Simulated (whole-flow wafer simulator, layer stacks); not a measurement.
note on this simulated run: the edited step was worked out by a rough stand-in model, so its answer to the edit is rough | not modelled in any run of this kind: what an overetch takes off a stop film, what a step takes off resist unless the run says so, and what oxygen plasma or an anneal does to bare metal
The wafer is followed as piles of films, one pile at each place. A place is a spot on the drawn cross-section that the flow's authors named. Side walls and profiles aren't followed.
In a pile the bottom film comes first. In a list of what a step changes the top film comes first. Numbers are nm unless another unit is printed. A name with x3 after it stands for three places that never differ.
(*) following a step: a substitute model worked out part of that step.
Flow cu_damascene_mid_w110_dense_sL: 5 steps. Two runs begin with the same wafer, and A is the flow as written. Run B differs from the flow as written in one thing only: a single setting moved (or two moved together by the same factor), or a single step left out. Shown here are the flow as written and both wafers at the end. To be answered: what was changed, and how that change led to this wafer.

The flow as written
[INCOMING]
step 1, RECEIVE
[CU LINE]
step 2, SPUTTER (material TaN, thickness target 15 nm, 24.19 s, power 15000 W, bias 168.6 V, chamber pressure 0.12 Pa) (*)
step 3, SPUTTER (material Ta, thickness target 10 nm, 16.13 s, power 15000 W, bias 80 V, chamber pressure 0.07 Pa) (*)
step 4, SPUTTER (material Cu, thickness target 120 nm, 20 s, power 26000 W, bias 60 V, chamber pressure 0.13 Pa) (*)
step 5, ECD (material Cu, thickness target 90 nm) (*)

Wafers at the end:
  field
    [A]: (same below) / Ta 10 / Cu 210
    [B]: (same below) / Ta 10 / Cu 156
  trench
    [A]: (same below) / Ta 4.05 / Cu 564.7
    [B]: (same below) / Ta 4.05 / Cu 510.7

The reason: step 5, ECD: thickness target 36 nm was run, whereas the flow has thickness target 90 nm.

The path from the change to this, step by step:
  step 5, ECD (material Cu, thickness target 90 nm) (*)
      field: A Cu gains 90 | B Cu gains 36
      trench: A Cu gains 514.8 | B Cu gains 460.8
